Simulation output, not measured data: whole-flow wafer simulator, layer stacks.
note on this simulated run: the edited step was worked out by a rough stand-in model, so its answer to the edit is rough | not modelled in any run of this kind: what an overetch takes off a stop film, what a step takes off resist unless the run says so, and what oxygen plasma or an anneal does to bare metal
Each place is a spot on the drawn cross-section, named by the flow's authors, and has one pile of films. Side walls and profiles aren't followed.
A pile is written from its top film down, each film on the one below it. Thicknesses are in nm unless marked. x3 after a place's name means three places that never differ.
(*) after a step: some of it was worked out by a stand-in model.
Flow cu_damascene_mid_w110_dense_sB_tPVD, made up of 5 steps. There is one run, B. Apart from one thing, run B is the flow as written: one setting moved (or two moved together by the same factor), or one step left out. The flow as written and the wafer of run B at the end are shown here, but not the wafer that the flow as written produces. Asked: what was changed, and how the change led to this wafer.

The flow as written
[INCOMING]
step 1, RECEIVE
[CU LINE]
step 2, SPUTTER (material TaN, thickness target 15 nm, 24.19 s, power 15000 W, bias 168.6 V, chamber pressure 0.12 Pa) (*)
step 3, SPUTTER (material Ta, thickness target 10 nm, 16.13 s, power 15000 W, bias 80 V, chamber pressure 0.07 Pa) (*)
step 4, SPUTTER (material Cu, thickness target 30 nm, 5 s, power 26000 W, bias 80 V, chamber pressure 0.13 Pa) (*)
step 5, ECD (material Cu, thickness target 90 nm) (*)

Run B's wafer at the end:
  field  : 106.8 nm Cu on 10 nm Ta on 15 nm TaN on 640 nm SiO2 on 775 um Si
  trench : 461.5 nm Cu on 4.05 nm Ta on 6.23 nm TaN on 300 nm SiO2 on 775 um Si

Cause: step 4, SPUTTER: thickness target 16.8 nm was run, while the flow as written has thickness target 30 nm; step 4, SPUTTER: 2.805 s was run, where the flow has 5 s.

The path from the change to this, step by step:
  step 4, SPUTTER (material Cu, thickness target 30 nm, 5 s, power 26000 W, bias 80 V, chamber pressure 0.13 Pa) (*)
      field: +16.8 Cu (new film) (it would be, as written: +30 Cu (new film))
      trench: +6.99 Cu (new film) (it would be, as written: +12.5 Cu (new film))
